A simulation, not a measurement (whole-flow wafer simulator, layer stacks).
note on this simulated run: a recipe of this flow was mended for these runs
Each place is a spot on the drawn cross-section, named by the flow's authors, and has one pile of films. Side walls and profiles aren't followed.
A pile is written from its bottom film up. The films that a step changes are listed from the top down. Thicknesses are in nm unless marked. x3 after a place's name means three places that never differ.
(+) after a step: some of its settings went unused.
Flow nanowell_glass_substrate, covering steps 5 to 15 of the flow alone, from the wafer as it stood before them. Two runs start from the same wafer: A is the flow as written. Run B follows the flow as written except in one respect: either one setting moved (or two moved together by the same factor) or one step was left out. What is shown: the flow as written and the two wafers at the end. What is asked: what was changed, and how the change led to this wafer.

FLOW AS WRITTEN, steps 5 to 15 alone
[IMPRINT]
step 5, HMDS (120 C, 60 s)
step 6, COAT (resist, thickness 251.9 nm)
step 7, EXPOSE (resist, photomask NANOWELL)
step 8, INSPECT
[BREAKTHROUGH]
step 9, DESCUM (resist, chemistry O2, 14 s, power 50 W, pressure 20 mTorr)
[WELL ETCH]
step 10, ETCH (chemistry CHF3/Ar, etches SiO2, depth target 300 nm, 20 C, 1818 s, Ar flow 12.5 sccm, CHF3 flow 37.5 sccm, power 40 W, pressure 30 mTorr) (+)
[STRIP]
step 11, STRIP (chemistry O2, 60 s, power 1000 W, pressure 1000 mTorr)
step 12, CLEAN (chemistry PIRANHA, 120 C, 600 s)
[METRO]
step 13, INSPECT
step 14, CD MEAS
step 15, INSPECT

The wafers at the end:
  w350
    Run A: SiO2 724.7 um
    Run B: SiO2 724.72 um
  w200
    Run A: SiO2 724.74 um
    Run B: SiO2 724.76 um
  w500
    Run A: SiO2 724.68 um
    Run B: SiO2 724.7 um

Cause: step 9, DESCUM: resist, chemistry O2, 14 s, power 50 W, pressure 20 mTorr, was not run.

How this came from the change, step by step:
  step 10, ETCH (chemistry CHF3/Ar, etches SiO2, depth target 300 nm, 20 C, 1818 s, Ar flow 12.5 sccm, CHF3 flow 37.5 sccm, power 40 W, pressure 30 mTorr) (+)
      w350: A SiO2 loses 300 | B resist loses 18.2 (all of it), SiO2 loses 281.2
      w200: A SiO2 loses 260.5 | B resist loses 18.2 (all of it), SiO2 loses 240.7
      (and at 2 other places as well)
  step 11, STRIP (chemistry O2, 60 s, power 1000 W, pressure 1000 mTorr)
      land: A resist loses 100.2 (all of it) | B resist loses 132.4 (all of it)
